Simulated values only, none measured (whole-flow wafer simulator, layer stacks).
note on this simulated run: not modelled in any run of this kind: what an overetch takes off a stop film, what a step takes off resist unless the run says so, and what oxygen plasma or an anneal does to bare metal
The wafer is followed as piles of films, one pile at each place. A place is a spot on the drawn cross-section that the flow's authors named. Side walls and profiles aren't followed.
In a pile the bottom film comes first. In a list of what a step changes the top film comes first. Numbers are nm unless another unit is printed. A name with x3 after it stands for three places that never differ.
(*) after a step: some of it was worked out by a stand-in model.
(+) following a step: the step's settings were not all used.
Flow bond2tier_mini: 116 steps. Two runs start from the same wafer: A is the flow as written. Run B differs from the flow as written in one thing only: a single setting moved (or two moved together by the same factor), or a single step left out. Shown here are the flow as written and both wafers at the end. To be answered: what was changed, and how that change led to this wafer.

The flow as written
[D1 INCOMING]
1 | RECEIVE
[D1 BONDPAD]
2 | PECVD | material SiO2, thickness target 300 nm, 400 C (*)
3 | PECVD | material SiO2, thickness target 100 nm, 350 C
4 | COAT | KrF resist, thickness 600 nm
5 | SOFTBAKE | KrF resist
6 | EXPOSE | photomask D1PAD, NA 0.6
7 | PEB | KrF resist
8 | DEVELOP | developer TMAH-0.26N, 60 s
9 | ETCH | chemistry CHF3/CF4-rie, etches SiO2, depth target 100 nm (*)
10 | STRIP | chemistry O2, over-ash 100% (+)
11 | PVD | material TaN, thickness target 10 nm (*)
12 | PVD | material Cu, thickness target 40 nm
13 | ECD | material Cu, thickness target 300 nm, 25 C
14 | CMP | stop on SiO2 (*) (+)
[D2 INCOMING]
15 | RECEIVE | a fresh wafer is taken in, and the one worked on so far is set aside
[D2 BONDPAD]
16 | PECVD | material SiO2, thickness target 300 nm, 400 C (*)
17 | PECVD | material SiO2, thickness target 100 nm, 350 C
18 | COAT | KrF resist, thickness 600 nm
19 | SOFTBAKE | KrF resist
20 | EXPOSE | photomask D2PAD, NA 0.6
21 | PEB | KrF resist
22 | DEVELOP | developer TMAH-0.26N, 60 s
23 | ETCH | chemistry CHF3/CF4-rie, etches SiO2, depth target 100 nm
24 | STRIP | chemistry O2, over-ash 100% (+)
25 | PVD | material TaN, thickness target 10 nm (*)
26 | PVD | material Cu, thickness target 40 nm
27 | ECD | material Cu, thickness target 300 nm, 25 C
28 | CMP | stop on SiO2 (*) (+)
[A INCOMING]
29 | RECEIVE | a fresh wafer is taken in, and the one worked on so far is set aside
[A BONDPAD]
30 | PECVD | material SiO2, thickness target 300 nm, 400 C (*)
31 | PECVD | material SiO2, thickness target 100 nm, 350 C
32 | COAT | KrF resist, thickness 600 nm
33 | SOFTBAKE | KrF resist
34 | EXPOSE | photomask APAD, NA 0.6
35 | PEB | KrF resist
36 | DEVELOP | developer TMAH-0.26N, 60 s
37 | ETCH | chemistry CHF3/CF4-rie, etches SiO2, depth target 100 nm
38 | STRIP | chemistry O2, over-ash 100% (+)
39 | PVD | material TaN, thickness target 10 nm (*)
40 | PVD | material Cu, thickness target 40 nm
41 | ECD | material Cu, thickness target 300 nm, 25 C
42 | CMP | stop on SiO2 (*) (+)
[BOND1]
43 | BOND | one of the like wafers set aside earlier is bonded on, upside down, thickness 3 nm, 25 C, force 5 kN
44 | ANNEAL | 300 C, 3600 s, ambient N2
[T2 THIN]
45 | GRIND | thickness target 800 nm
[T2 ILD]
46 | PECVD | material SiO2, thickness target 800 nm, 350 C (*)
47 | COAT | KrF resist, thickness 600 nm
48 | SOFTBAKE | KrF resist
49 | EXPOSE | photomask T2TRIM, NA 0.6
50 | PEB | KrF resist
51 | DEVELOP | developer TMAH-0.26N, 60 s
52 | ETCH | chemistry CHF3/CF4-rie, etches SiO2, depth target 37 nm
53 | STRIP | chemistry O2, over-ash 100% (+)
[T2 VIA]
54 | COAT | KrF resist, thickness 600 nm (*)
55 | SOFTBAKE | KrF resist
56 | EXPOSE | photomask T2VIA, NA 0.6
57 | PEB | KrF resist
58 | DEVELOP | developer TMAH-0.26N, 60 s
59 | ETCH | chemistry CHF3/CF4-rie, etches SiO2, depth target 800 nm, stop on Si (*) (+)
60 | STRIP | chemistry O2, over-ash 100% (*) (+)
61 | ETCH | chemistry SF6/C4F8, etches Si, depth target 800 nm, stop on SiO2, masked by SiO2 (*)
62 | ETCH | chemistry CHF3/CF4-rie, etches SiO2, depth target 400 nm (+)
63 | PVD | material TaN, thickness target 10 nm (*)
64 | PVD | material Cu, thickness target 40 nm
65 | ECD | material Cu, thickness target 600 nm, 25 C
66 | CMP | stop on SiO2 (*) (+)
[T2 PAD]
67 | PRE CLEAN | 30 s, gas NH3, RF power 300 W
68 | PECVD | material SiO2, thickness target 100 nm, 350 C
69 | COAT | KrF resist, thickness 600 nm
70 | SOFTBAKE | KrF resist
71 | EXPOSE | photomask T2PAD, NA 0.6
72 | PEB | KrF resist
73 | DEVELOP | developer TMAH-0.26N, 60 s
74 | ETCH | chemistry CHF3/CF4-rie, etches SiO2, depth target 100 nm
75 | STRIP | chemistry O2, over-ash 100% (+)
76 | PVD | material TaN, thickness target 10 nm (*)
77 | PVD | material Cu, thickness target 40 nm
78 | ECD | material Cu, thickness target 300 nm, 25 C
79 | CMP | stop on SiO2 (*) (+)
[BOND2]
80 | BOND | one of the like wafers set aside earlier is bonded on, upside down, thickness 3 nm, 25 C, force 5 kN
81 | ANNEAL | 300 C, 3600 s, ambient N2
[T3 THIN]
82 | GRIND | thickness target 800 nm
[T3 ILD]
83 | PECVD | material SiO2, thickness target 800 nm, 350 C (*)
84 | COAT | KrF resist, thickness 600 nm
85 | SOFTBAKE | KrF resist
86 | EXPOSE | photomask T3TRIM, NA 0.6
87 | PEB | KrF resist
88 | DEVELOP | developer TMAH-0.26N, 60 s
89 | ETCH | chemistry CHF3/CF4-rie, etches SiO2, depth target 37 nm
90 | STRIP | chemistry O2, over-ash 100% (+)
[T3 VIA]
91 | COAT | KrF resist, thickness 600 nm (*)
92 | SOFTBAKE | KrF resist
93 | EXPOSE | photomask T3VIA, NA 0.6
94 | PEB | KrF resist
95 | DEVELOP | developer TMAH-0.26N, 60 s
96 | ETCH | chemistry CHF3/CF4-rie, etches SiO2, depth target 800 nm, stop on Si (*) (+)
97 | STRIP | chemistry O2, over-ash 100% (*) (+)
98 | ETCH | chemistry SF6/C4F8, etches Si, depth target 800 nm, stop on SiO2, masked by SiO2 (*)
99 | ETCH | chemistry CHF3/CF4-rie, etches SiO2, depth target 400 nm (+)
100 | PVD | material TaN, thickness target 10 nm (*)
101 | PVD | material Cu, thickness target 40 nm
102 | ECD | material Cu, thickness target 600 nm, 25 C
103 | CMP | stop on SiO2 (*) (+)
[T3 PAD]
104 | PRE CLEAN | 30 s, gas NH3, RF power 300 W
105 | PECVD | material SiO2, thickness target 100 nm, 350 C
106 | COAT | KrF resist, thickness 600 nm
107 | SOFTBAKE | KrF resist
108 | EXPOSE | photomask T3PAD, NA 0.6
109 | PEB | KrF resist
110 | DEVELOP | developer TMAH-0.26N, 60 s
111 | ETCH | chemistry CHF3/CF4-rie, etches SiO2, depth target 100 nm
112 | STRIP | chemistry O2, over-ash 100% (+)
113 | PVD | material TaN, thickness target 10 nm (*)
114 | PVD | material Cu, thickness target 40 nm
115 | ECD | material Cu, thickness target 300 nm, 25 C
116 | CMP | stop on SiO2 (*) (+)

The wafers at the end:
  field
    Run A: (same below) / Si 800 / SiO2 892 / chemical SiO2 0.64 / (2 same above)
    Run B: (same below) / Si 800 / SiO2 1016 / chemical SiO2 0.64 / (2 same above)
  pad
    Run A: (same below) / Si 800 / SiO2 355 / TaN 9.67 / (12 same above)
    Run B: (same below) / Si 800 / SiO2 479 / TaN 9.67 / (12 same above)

The reason: step 62, ETCH: depth target 276 nm was run, whereas the flow has depth target 400 nm.

How this came from the change, step by step:
  62 | ETCH | chemistry CHF3/CF4-rie, etches SiO2, depth target 400 nm (+)
      field, pad: A SiO2 loses 400 | B SiO2 loses 276
